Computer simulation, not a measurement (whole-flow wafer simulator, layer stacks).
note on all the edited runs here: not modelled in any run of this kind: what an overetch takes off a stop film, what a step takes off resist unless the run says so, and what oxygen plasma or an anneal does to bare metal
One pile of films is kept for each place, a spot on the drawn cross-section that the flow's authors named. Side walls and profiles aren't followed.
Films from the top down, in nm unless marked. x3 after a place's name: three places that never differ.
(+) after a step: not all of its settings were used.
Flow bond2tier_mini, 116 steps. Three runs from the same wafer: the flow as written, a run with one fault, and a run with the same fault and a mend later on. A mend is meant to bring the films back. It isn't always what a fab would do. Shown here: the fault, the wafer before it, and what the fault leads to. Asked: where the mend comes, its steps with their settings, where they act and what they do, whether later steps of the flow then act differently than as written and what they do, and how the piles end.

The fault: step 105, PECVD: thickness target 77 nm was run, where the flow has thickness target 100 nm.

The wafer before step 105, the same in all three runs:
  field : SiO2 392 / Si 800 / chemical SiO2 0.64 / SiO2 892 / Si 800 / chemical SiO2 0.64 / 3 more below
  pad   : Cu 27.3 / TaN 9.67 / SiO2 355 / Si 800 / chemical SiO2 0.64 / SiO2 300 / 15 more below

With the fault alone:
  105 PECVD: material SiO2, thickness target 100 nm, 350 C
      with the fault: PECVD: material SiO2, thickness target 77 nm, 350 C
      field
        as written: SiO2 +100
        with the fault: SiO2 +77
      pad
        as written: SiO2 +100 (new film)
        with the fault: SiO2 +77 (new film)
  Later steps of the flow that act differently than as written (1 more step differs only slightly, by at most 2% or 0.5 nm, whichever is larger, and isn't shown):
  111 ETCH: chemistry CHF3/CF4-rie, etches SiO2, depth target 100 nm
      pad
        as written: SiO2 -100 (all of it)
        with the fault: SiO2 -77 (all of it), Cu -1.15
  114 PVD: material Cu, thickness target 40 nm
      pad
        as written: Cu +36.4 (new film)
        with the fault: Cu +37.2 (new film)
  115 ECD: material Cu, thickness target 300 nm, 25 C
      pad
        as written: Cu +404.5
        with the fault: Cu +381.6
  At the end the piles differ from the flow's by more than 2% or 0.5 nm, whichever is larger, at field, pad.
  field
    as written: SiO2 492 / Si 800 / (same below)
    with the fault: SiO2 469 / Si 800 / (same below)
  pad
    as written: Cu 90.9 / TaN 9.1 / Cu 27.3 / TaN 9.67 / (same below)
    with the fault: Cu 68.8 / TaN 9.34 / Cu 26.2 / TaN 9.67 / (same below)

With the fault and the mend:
  The mend comes after step 110.
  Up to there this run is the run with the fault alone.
  110a STRIP: chemistry O2, over-ash 100% (+)
      field
        KrF resist -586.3 (all of it)
  110b PECVD: material SiO2, thickness target 23 nm, 350 C (the flow's step 105 once more, with other settings)
      field, pad
        SiO2 +23
  110c COAT: KrF resist, thickness 600 nm (the flow's step 106 once more)
      field, pad
        KrF resist +600 (new film)
  110d SOFTBAKE: KrF resist (the flow's step 107 once more)
      changes no film at any place that is followed
  110e EXPOSE: photomask T3PAD, NA 0.6 (the flow's step 108 once more)
      changes no film at any place that is followed
  110f PEB: KrF resist (the flow's step 109 once more)
      changes no film at any place that is followed
  110g DEVELOP: developer TMAH-0.26N, 60 s (the flow's step 110 once more)
      field
        KrF resist -13.7
      pad
        KrF resist -600 (all of it)
  No later step of the flow acts differently than as written at any place that is followed.
  At the end the piles are the same as the flow's at every place that both follow.
